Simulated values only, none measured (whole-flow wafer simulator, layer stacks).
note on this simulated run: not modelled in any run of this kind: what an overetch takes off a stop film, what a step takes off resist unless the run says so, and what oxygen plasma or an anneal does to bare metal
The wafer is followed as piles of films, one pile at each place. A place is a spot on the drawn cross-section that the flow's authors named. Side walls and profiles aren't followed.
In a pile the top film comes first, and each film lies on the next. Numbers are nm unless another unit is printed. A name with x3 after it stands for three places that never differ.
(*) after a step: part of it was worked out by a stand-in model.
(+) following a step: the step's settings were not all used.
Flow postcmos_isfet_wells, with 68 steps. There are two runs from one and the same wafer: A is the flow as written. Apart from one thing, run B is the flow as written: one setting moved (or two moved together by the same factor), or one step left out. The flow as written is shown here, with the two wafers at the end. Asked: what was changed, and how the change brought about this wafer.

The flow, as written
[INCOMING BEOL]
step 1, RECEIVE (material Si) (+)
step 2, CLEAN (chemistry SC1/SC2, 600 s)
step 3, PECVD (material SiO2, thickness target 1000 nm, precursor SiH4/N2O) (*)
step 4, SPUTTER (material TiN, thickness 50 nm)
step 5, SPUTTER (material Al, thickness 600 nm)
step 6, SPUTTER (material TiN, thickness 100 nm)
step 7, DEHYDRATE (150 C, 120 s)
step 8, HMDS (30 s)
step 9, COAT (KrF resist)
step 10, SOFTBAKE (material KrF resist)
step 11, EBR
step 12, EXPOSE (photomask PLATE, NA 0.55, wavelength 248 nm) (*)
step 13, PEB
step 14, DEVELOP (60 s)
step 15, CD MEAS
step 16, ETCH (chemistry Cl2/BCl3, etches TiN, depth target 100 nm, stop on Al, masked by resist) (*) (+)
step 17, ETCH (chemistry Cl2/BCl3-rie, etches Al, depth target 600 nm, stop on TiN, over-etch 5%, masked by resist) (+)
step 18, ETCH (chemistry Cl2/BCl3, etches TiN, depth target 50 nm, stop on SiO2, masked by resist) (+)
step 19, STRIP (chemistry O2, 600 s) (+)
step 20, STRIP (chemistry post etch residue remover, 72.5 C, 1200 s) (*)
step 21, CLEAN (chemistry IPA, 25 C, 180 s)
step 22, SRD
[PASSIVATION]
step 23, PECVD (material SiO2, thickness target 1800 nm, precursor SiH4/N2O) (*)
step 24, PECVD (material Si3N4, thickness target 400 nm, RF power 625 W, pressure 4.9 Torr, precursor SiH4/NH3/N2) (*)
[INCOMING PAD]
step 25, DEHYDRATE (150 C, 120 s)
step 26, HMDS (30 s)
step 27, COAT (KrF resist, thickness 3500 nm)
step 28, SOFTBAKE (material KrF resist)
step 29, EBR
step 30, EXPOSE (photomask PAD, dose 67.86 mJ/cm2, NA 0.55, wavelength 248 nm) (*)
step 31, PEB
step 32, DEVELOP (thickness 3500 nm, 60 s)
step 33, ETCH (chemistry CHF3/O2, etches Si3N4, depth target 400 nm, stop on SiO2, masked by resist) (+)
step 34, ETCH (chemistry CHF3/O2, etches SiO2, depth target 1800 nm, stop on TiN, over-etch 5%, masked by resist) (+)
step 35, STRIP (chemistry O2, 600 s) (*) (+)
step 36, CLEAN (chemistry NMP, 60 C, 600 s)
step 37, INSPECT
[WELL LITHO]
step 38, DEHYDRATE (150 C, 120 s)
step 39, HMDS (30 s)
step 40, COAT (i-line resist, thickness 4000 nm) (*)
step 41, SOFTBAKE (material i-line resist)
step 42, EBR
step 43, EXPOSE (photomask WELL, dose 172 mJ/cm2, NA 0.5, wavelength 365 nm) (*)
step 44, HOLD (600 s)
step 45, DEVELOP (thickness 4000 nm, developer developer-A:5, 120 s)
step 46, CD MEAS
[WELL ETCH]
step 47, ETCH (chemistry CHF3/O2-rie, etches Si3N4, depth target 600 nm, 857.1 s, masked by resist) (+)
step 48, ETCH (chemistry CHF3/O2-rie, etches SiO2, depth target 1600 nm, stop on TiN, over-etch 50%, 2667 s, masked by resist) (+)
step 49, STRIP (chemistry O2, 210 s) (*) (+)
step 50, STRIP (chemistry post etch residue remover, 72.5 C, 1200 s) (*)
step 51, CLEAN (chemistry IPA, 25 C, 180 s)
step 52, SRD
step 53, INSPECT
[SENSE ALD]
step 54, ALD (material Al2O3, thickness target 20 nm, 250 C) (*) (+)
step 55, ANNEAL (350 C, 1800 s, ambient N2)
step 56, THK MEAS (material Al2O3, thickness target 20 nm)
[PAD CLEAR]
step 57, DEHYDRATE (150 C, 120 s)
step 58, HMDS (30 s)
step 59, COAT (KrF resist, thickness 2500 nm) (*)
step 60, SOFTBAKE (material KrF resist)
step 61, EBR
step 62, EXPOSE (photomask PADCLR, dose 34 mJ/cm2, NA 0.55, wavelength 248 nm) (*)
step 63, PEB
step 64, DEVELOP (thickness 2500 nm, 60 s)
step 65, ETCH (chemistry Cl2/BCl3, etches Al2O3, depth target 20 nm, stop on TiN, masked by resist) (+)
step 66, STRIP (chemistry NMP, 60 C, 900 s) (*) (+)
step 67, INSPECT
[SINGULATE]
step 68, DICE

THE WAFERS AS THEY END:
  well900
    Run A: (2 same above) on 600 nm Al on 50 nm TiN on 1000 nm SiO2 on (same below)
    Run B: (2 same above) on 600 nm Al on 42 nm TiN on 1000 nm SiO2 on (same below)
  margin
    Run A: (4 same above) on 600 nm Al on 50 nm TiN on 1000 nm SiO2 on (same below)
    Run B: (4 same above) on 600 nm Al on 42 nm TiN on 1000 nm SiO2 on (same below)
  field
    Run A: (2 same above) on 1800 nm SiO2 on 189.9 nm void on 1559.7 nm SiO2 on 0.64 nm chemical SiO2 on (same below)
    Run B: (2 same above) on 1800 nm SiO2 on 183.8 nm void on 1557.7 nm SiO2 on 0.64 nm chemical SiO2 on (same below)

Cause: step 4, SPUTTER: thickness 42 nm was run, though the flow has thickness 50 nm.
The wafer lets one read it off: well900 has TiN 42, and step 4 as written asks for 50 nm.

The path from the change to this, step by step:
  step 4, SPUTTER (material TiN, thickness 50 nm)
      field, margin, well900, well1300 x3, pad_rim, pad_clr, pad_open: A +50 TiN (new film) | B +42 TiN (new film)
  step 18, ETCH (chemistry Cl2/BCl3, etches TiN, depth target 50 nm, stop on SiO2, masked by resist) (+)
      field: A -50 TiN (all of it) | B -42 TiN (all of it)
  step 23, PECVD (material SiO2, thickness target 1800 nm, precursor SiH4/N2O) (*)
      field: A +1800 SiO2 (new film), +189.9 void (new film), +559.7 SiO2 | B +1800 SiO2 (new film), +183.8 void (new film), +557.7 SiO2
